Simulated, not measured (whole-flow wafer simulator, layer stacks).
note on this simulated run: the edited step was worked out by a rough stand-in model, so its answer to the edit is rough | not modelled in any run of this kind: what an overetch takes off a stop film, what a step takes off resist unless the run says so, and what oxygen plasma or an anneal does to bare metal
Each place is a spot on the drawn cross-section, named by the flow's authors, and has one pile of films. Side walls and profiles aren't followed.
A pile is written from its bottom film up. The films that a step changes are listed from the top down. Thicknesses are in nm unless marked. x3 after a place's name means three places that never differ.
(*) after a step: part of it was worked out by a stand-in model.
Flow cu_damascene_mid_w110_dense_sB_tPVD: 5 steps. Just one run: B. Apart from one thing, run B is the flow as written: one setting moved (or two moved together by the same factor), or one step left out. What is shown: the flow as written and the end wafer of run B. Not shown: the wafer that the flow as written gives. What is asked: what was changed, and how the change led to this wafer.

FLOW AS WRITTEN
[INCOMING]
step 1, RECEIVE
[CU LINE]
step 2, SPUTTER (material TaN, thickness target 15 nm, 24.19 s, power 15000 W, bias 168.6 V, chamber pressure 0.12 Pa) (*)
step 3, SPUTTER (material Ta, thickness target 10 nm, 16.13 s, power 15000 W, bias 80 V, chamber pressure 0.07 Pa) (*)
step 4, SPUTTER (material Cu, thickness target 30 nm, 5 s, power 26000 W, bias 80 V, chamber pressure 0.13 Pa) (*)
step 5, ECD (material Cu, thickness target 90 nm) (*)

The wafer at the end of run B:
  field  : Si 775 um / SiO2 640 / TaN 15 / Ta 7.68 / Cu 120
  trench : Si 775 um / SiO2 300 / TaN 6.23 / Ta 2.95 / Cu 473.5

Cause: step 3, SPUTTER: power 11510 W was run, though the flow has power 15000 W.

Step by step, how the change led to this:
  step 3, SPUTTER (material Ta, thickness target 10 nm, 16.13 s, power 15000 W, bias 80 V, chamber pressure 0.07 Pa) (*)
      field: +7.68 Ta (new film) (as written it would have been: +10 Ta (new film))
      trench: +2.95 Ta (new film) (as written it would have been: +4.05 Ta (new film))
